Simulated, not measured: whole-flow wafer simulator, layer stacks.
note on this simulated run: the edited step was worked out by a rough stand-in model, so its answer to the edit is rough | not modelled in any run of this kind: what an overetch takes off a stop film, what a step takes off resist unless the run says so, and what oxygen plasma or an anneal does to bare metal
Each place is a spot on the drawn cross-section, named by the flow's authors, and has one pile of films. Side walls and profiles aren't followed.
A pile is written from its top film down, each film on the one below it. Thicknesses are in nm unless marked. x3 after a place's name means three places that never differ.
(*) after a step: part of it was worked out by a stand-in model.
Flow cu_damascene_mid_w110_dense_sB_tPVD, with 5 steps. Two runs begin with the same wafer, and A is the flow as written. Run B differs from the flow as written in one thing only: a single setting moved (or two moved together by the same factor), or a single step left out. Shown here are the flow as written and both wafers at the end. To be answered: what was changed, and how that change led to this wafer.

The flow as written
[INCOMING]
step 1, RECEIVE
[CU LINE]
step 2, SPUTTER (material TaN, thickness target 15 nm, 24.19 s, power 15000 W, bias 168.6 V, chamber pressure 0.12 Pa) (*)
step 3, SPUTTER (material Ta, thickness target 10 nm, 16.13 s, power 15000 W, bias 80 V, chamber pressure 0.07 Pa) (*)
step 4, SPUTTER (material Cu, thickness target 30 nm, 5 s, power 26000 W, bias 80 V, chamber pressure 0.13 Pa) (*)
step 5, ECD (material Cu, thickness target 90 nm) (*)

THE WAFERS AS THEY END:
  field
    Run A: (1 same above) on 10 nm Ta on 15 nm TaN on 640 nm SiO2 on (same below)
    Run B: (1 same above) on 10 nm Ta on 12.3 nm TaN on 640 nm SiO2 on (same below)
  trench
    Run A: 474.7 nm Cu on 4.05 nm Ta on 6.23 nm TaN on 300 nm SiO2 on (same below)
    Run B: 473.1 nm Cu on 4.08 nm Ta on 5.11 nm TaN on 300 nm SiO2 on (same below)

What caused this: step 2, SPUTTER: power 12300 W was run, though the flow has power 15000 W.

Step by step, how the change led to this:
  step 2, SPUTTER (material TaN, thickness target 15 nm, 24.19 s, power 15000 W, bias 168.6 V, chamber pressure 0.12 Pa) (*)
      field: A +15 TaN (new film) | B +12.3 TaN (new film)
      trench: A +6.23 TaN (new film) | B +5.11 TaN (new film)
